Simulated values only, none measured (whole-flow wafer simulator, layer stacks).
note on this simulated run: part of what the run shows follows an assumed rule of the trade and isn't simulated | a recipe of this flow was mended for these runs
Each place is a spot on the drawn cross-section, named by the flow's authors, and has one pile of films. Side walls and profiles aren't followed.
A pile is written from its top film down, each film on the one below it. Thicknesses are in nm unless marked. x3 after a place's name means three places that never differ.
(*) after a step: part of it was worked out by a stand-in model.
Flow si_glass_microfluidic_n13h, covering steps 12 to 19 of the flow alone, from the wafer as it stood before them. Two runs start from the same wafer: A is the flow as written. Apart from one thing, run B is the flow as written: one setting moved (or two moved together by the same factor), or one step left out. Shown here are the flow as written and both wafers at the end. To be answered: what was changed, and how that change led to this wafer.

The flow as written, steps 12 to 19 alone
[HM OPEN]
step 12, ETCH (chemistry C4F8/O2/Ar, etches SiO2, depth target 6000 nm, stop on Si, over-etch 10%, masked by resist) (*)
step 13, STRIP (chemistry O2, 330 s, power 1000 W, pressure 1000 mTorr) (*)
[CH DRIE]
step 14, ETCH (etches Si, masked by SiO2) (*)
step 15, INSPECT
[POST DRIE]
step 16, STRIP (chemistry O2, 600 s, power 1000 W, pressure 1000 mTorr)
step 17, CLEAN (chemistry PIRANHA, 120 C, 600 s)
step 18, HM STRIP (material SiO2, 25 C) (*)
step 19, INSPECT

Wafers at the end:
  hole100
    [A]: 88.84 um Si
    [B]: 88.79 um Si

Cause: step 12, ETCH: over-etch 15.8% was run, while the flow as written has over-etch 10%.

The path from the change to this, step by step:
  step 12, ETCH (chemistry C4F8/O2/Ar, etches SiO2, depth target 6000 nm, stop on Si, over-etch 10%, masked by resist) (*)
      land: A thick-i-line-resist loses 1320 | B thick-i-line-resist loses 1389.6
      hole100: A SiO2 loses 6000 (all of it), Si loses 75 | B SiO2 loses 6000 (all of it), Si loses 118.5
